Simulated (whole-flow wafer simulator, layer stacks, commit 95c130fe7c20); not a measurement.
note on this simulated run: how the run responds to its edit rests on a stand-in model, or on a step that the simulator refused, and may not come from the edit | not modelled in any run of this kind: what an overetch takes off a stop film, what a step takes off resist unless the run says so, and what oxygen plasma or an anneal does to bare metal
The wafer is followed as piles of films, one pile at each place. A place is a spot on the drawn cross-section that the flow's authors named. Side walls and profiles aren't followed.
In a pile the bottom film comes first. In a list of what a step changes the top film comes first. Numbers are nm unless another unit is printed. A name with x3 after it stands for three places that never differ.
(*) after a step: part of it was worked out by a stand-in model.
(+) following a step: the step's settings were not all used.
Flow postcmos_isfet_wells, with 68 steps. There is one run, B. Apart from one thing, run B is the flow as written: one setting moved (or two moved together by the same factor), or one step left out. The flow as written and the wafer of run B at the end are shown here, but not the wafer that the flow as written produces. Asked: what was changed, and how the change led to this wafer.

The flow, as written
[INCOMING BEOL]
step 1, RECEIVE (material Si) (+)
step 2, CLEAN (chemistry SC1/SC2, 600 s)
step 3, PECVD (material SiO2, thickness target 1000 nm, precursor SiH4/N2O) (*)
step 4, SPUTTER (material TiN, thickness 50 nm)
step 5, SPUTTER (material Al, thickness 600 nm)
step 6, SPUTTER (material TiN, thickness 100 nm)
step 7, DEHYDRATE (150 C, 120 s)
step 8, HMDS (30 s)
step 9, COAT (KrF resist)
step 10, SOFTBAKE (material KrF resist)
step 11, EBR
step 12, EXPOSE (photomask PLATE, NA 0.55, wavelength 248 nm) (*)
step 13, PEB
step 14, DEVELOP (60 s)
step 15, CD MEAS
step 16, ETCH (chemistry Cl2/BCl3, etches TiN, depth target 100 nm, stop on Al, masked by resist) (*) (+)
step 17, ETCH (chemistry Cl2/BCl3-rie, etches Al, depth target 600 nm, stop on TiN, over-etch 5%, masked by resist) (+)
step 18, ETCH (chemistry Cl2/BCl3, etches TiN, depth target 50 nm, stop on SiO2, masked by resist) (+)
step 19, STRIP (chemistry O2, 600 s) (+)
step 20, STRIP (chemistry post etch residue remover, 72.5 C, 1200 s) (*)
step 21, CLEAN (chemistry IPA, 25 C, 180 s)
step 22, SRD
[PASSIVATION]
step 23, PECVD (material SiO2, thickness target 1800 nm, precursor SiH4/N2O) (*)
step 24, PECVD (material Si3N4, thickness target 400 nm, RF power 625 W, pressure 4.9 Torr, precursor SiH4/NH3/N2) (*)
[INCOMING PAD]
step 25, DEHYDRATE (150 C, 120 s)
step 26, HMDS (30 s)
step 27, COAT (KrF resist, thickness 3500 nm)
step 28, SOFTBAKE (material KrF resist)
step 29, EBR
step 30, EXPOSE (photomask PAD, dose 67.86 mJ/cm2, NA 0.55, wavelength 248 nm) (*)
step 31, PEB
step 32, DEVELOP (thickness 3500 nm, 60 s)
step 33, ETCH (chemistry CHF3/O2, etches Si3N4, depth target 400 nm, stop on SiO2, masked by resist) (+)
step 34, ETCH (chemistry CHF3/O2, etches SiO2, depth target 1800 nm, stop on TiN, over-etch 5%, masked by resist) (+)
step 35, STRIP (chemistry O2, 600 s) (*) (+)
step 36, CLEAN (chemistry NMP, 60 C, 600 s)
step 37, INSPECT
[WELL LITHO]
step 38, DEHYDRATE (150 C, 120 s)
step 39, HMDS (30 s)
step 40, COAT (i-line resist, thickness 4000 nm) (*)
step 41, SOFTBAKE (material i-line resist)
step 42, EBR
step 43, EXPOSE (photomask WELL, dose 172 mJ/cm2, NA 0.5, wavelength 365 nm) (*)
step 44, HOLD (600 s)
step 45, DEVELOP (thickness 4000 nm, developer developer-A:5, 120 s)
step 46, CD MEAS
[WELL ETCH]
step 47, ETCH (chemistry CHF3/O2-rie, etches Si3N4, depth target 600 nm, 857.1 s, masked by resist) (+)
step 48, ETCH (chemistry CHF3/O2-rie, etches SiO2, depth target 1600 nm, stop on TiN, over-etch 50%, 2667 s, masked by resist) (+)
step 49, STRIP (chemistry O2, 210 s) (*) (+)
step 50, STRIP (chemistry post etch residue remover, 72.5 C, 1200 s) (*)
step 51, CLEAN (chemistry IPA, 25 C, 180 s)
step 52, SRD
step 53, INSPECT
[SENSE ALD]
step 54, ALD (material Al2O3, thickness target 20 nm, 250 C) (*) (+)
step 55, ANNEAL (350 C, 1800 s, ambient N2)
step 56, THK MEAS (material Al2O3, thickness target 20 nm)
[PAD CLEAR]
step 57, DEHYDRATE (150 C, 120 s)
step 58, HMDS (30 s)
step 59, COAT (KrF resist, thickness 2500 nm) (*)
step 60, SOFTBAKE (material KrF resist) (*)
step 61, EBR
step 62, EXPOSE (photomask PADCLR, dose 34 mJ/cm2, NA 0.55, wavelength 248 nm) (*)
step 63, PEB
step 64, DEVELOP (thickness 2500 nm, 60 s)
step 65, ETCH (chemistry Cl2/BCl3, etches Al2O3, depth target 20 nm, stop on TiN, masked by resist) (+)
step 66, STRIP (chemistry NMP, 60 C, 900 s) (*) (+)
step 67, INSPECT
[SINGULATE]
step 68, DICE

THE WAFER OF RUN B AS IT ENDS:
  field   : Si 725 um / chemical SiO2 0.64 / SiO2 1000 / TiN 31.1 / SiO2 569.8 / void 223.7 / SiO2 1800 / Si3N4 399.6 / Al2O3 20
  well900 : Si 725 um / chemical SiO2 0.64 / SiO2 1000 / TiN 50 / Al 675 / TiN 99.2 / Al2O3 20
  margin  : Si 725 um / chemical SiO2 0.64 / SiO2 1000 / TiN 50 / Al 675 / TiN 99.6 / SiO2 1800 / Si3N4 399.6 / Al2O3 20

What caused this: step 5, SPUTTER: thickness 675 nm was run, though the flow has thickness 600 nm.
One can read it off the wafer: well900 has Al 675, and step 5 as written asks for 600 nm.

Step by step, how the change led to this:
  step 5, SPUTTER (material Al, thickness 600 nm)
      field, margin, well900 and 6 more: +675 Al (new film) (it would be, as written: +600 Al (new film))
  step 17, ETCH (chemistry Cl2/BCl3-rie, etches Al, depth target 600 nm, stop on TiN, over-etch 5%, masked by resist) (+)
      field: -600 Al (it would be, as written: -600 Al (all of it))
  step 18, ETCH (chemistry Cl2/BCl3, etches TiN, depth target 50 nm, stop on SiO2, masked by resist) (+)
      field: -75 Al (all of it), -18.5 TiN (it would be, as written: -50 TiN (all of it))
  step 23, PECVD (material SiO2, thickness target 1800 nm, precursor SiH4/N2O) (*)
      field: +1800 SiO2 (new film), +223.7 void (new film), +569.8 SiO2 (new film) (it would be, as written: +1800 SiO2 (new film), +189.9 void (new film), +559.7 SiO2)
If metal films that touch count as one body, field has 1 body; the flow as written gives 0 bodies.
